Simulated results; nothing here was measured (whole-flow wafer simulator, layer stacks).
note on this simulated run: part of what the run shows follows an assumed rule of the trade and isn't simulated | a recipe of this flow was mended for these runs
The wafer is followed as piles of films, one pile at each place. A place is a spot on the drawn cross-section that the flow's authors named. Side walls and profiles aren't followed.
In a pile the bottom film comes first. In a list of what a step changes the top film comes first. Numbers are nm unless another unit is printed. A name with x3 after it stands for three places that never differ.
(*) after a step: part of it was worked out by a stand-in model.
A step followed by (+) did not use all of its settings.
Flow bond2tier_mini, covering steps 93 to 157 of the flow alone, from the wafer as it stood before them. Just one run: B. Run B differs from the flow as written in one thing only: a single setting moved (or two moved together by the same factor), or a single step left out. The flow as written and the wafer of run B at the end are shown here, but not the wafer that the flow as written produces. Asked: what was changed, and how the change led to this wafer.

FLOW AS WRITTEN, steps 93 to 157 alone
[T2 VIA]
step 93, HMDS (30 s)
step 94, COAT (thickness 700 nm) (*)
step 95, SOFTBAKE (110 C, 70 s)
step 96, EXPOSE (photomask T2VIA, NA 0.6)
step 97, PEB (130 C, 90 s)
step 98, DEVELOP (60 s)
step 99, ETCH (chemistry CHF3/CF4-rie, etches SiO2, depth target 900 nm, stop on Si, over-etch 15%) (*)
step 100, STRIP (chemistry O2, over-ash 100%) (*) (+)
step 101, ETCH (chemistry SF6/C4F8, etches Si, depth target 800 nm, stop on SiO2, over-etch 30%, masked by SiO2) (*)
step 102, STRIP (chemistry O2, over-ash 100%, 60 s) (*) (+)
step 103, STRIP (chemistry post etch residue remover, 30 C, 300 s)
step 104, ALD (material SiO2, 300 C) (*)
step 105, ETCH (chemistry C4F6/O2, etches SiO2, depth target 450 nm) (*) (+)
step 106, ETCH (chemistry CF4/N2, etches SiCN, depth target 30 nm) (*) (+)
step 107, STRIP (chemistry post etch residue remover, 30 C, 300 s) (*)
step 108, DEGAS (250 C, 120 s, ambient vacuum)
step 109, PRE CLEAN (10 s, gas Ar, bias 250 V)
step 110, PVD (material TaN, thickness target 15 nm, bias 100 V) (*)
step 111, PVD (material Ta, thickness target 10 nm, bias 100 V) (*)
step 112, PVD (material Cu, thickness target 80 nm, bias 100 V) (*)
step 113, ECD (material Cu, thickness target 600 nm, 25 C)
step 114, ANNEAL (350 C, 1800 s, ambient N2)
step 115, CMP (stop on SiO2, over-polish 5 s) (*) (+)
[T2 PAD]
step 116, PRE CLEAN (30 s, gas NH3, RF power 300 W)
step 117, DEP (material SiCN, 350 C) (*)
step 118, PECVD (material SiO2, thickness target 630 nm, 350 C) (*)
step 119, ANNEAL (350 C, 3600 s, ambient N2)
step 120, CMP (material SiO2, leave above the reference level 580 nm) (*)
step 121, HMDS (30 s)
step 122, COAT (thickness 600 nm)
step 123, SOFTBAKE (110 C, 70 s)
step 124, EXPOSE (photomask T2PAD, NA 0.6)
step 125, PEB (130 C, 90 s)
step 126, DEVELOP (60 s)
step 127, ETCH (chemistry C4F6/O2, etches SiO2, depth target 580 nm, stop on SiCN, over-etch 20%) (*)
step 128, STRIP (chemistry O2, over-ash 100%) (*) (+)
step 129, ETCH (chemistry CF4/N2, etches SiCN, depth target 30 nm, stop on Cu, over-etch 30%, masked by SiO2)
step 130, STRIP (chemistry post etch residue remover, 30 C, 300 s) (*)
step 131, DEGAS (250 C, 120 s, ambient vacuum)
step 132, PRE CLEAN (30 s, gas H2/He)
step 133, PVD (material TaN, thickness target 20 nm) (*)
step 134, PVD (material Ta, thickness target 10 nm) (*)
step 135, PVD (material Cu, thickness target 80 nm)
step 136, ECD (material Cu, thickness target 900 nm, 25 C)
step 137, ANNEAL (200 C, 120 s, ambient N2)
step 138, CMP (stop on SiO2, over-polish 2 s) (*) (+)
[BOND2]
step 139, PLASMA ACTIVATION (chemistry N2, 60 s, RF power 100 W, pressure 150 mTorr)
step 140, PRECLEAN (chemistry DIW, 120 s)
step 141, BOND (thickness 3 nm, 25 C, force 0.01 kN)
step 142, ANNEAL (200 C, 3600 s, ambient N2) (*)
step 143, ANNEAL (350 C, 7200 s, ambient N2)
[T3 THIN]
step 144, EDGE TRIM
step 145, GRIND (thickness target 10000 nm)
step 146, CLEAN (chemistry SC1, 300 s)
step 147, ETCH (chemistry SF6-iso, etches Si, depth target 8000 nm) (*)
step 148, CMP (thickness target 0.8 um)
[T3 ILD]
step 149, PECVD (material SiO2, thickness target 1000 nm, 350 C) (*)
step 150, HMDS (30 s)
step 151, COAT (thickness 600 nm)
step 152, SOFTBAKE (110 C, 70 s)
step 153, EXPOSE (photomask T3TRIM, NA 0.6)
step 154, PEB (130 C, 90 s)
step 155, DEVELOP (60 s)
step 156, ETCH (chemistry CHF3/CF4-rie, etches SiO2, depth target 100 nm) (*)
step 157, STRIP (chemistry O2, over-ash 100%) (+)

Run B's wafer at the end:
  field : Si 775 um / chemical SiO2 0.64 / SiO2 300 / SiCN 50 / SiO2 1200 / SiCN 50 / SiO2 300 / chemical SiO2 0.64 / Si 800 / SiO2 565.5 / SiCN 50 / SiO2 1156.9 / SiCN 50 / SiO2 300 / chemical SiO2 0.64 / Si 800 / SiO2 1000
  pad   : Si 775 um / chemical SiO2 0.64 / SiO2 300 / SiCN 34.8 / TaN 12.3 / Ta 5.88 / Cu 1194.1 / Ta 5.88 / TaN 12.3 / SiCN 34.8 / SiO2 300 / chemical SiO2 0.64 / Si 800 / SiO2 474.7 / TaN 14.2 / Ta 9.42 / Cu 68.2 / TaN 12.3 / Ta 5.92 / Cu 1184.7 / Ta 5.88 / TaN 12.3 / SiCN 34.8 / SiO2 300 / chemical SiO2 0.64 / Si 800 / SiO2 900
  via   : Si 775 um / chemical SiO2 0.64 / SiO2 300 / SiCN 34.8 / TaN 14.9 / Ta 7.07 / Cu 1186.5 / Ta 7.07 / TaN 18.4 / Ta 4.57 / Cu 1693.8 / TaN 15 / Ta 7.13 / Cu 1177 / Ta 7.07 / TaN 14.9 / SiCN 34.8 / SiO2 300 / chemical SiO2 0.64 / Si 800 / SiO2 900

Cause: step 106, ETCH: depth target 18 nm was run, though the flow has depth target 30 nm.

Step by step, how the change led to this:
  step 106, ETCH (chemistry CF4/N2, etches SiCN, depth target 30 nm) (*) (+)
      field, pad: SiO2 loses 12 (in the flow as written it would be: SiO2 loses 20)
      via: SiCN loses 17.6 (all of it), TaN loses 0.09 (in the flow as written it would be: SiCN loses 17.6 (all of it), TaN loses 3.01)
